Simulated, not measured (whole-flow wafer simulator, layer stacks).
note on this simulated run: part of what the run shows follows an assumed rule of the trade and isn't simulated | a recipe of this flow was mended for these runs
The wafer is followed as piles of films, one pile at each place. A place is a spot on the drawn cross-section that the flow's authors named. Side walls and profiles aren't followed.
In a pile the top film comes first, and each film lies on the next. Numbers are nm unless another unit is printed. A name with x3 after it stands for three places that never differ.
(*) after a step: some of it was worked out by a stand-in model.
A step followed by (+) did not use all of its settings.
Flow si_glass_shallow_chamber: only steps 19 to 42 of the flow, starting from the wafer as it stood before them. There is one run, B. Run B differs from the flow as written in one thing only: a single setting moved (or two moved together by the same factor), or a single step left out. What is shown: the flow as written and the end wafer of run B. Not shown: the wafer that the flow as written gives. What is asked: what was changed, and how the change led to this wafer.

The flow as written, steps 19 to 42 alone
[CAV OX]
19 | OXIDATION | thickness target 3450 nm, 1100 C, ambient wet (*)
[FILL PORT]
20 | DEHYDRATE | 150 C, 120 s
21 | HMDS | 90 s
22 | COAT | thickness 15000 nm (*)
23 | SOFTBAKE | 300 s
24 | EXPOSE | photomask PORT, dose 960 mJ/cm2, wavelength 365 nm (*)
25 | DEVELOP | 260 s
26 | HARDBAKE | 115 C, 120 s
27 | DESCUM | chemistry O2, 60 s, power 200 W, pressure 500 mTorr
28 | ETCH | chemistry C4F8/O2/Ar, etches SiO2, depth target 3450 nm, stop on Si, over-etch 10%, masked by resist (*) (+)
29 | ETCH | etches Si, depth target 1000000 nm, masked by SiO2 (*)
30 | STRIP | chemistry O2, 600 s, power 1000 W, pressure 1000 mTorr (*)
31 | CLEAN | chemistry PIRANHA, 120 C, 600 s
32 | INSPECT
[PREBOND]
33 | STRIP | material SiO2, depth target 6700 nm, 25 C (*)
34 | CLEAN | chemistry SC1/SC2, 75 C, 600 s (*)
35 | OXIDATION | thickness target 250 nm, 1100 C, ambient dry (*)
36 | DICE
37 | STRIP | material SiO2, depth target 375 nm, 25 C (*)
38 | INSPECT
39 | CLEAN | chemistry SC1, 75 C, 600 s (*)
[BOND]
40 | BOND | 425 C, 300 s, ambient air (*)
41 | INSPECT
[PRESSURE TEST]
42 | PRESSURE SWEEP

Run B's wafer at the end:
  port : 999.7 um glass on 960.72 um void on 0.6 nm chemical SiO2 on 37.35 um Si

What caused this: step 28, ETCH: depth target 2691 nm was run, while the flow as written has depth target 3450 nm.

Step by step, how the change led to this:
  28 | ETCH | chemistry C4F8/O2/Ar, etches SiO2, depth target 3450 nm, stop on Si, over-etch 10%, masked by resist (*) (+)
      port: SiO2 loses 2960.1 (in the flow as written it would be: SiO2 loses 3450 (all of it), Si loses 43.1)
      rim, ramp, cav, septum, ring: thick-i-line-resist loses 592 (in the flow as written it would be: thick-i-line-resist loses 759)
  29 | ETCH | etches Si, depth target 1000000 nm, masked by SiO2 (*)
      port: SiO2 loses 489.9 (all of it), Si loses 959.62 um (in the flow as written it would be: hole gains 997.05 um (new film), Si loses 997.05 um (all of it))
      rim, ramp: thick-i-line-resist loses 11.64 um (all of it), SiO2 loses 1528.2 (in the flow as written it would be: thick-i-line-resist loses 11.47 um (all of it), SiO2 loses 1617.3)
      (and at 2 other places as well)
  30 | STRIP | chemistry O2, 600 s, power 1000 W, pressure 1000 mTorr (*)
      port: chemical SiO2 gains 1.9 (new film), Si loses 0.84 (in the flow as written it would be: nothing)
      cav: thick-i-line-resist loses 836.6 (all of it) (in the flow as written it would be: thick-i-line-resist loses 669.6 (all of it))
  33 | STRIP | material SiO2, depth target 6700 nm, 25 C (*)
      port: chemical SiO2 loses 1.9 (all of it) (in the flow as written it would be: nothing)
  34 | CLEAN | chemistry SC1/SC2, 75 C, 600 s (*)
      port: chemical SiO2 gains 0.6 (new film), Si loses 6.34 (in the flow as written it would be: nothing)
  35 | OXIDATION | thickness target 250 nm, 1100 C, ambient dry (*)
      port: SiO2 gains 250 (new film), chemical SiO2 loses 0.6 (all of it), Si loses 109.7 (in the flow as written it would be: nothing)
  37 | STRIP | material SiO2, depth target 375 nm, 25 C (*)
      port: SiO2 loses 250 (all of it) (in the flow as written it would be: nothing)
  39 | CLEAN | chemistry SC1, 75 C, 600 s (*)
      port: chemical SiO2 gains 0.6 (new film), Si loses 6.34 (in the flow as written it would be: nothing)
  40 | BOND | 425 C, 300 s, ambient air (*)
      port: glass gains 999.7 um (new film), void gains 960.72 um (new film) (in the flow as written it would be: glass gains 999.7 um (new film), hole gains 1017.3)
